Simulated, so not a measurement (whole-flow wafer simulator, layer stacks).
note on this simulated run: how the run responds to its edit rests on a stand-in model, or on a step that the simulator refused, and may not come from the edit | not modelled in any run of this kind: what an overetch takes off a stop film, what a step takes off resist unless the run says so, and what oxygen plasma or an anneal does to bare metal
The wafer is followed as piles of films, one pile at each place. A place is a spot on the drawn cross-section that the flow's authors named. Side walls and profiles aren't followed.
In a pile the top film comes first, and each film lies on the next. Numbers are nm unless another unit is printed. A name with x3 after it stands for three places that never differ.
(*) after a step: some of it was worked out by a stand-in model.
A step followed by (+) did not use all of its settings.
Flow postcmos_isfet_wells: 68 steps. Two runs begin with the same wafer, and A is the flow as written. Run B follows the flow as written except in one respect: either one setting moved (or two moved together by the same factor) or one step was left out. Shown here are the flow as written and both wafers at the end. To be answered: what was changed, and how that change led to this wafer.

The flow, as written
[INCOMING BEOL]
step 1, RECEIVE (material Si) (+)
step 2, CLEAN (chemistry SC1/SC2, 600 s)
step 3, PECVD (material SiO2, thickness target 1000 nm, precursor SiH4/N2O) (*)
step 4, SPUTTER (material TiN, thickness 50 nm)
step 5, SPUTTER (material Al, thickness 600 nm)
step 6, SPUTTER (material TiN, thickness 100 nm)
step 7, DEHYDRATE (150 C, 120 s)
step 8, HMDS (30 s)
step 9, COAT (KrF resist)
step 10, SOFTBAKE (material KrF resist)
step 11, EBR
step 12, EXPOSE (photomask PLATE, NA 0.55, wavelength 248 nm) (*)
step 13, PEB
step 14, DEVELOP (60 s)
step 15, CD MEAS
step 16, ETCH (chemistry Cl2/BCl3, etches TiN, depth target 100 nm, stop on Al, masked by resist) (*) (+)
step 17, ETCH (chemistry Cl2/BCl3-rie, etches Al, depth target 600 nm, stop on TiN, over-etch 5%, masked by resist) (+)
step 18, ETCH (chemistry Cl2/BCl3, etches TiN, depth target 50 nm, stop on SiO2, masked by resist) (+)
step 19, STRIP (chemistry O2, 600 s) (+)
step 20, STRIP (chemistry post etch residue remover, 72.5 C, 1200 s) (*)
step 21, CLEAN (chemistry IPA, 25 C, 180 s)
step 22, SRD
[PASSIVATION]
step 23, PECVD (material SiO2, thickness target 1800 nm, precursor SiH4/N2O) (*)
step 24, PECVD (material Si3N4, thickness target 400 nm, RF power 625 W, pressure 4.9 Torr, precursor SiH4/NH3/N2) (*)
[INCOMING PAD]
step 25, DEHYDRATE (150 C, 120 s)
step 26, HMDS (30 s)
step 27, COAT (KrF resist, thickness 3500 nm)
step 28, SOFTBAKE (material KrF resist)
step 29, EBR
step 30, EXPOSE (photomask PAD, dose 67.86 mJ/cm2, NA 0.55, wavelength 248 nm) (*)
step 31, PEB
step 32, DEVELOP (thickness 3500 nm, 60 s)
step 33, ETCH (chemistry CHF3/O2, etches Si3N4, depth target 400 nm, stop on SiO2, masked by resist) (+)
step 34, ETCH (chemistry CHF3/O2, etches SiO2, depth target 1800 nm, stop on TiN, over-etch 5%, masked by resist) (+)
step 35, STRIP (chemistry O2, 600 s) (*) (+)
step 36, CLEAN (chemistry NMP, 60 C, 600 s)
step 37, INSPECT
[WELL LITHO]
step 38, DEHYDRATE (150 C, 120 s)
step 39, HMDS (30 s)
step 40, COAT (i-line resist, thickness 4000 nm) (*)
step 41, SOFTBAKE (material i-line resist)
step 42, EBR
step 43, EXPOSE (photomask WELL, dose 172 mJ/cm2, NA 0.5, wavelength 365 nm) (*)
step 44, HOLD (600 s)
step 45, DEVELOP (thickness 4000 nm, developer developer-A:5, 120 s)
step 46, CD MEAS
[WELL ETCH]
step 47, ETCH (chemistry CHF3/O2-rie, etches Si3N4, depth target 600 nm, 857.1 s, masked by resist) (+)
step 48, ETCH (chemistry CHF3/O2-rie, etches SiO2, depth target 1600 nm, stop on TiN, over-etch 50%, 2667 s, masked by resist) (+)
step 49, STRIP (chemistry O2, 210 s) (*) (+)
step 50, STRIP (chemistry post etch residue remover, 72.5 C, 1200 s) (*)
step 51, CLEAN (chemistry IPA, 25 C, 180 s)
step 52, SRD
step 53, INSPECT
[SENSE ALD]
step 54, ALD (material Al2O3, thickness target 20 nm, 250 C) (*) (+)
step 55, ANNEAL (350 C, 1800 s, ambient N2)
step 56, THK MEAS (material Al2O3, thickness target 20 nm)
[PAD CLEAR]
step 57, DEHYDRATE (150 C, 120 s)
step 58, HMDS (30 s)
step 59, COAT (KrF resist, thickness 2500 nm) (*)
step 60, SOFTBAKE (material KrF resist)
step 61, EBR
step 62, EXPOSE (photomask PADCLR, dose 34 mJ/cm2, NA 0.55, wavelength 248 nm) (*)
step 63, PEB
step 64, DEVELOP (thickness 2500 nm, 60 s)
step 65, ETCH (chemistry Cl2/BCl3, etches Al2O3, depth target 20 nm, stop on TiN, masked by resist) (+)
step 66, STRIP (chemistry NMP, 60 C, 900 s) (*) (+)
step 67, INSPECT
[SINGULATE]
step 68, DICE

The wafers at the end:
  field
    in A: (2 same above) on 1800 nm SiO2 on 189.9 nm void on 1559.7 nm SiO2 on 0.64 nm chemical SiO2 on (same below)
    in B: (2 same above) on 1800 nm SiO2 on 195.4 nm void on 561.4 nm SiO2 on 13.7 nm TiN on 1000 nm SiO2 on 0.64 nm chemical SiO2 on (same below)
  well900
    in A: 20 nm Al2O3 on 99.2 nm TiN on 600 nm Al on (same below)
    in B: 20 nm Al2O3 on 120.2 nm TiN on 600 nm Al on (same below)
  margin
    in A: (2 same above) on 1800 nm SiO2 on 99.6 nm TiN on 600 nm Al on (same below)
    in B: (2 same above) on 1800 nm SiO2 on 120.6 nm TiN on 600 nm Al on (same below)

Cause: step 6, SPUTTER: thickness 121 nm was run, while the flow as written has thickness 100 nm.

Step by step, how the change led to this:
  step 6, SPUTTER (material TiN, thickness 100 nm)
      field, margin, well900, well1300 x3, pad_rim, pad_clr, pad_open: A TiN gains 100 (new film) | B TiN gains 121 (new film)
  step 16, ETCH (chemistry Cl2/BCl3, etches TiN, depth target 100 nm, stop on Al, masked by resist) (*) (+)
      field: A TiN loses 100 (all of it) | B TiN loses 100
  step 17, ETCH (chemistry Cl2/BCl3-rie, etches Al, depth target 600 nm, stop on TiN, over-etch 5%, masked by resist) (+)
      field: A Al loses 600 (all of it) | B TiN loses 21 (all of it), Al loses 566.4
  step 18, ETCH (chemistry Cl2/BCl3, etches TiN, depth target 50 nm, stop on SiO2, masked by resist) (+)
      field: A TiN loses 50 (all of it) | B Al loses 33.6 (all of it), TiN loses 35.9
  step 23, PECVD (material SiO2, thickness target 1800 nm, precursor SiH4/N2O) (*)
      field: A SiO2 gains 1800 (new film), void gains 189.9 (new film), SiO2 gains 559.7 | B SiO2 gains 1800 (new film), void gains 195.4 (new film), SiO2 gains 561.4 (new film)
Taking metal films that touch as one body, field has 1 body; the flow as written gives 0 bodies.
